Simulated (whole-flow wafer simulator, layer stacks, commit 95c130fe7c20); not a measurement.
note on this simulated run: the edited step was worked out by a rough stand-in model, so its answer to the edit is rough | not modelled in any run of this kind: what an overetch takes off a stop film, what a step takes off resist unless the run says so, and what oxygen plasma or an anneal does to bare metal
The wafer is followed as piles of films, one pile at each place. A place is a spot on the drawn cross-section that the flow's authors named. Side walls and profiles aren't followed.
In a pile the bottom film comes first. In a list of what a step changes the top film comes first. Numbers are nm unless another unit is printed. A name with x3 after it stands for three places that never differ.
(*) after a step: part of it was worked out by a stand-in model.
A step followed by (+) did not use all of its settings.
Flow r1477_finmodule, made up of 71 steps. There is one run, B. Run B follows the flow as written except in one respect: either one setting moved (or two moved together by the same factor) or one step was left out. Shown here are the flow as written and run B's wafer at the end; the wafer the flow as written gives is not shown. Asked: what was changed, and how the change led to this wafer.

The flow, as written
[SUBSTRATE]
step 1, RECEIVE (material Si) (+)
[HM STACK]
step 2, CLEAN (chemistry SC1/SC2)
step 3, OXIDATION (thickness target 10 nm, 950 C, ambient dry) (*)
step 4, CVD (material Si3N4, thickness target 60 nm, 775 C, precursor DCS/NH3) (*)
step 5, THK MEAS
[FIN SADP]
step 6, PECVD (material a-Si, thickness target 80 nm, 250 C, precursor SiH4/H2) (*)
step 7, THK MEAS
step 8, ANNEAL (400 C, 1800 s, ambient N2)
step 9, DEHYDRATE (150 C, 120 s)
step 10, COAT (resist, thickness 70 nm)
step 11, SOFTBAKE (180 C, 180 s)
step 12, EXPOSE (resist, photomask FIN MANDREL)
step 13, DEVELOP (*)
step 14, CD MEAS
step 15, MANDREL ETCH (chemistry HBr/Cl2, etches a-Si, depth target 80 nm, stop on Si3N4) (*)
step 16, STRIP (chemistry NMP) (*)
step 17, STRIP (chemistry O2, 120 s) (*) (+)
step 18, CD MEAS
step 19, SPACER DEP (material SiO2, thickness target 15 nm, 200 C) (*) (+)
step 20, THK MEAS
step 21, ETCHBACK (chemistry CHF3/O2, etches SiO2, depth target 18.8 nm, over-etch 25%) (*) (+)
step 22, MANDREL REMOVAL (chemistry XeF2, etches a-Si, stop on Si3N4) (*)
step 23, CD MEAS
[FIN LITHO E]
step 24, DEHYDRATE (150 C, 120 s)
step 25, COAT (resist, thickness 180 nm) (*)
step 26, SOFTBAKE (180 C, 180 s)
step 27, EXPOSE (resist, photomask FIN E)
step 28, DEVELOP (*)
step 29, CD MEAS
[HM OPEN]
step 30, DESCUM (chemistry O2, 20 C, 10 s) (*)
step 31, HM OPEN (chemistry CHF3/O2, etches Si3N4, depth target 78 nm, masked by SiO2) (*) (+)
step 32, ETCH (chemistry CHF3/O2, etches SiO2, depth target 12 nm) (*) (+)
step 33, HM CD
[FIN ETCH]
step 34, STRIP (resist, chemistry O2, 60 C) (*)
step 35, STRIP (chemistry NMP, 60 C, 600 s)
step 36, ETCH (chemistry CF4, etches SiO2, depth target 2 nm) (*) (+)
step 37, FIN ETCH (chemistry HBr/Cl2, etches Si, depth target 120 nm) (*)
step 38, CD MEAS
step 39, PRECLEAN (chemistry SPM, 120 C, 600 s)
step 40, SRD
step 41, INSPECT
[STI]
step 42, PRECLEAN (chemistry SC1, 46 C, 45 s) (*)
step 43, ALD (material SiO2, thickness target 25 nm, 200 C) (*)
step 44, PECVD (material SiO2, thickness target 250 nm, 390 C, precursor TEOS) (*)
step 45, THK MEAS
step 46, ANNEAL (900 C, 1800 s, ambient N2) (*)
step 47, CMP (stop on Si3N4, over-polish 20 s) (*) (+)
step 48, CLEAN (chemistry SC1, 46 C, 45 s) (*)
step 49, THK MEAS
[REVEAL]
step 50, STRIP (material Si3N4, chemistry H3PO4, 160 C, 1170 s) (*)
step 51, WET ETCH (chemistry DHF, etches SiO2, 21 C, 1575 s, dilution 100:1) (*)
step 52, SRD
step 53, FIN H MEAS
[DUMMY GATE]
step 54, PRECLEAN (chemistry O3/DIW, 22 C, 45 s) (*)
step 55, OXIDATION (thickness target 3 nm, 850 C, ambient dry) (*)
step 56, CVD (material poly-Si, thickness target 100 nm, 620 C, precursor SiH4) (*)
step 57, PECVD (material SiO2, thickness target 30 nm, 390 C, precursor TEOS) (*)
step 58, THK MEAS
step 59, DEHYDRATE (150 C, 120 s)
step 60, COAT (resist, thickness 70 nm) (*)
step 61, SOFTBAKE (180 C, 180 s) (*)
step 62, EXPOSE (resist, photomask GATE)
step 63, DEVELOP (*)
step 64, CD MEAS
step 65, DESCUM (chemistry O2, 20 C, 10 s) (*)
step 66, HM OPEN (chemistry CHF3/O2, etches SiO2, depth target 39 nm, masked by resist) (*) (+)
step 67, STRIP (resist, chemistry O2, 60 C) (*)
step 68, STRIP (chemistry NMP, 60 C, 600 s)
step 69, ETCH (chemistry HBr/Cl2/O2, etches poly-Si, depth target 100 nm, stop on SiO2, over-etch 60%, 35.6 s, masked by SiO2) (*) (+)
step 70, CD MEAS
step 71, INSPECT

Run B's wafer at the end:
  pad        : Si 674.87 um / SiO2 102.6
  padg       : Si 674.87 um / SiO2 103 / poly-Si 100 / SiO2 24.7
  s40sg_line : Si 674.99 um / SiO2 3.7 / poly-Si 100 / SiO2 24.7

What caused this: step 55, OXIDATION: thickness target 3.7 nm was run, while the flow as written has thickness target 3 nm.
The wafer lets one read it off: s40sg_line has SiO2 3.7, and step 55 as written asks for 3 nm.

How this came from the change, step by step:
  step 55, OXIDATION (thickness target 3 nm, 850 C, ambient dry) (*)
      s40sg_line, s45sg_line, s50sg_line, s40so_line, s45so_line, s50so_line: +3.7 SiO2 (new film), -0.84 chemical SiO2 (all of it), -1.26 Si (in the flow as written it would be: +3 SiO2 (new film), -0.84 chemical SiO2 (all of it), -0.95 Si)
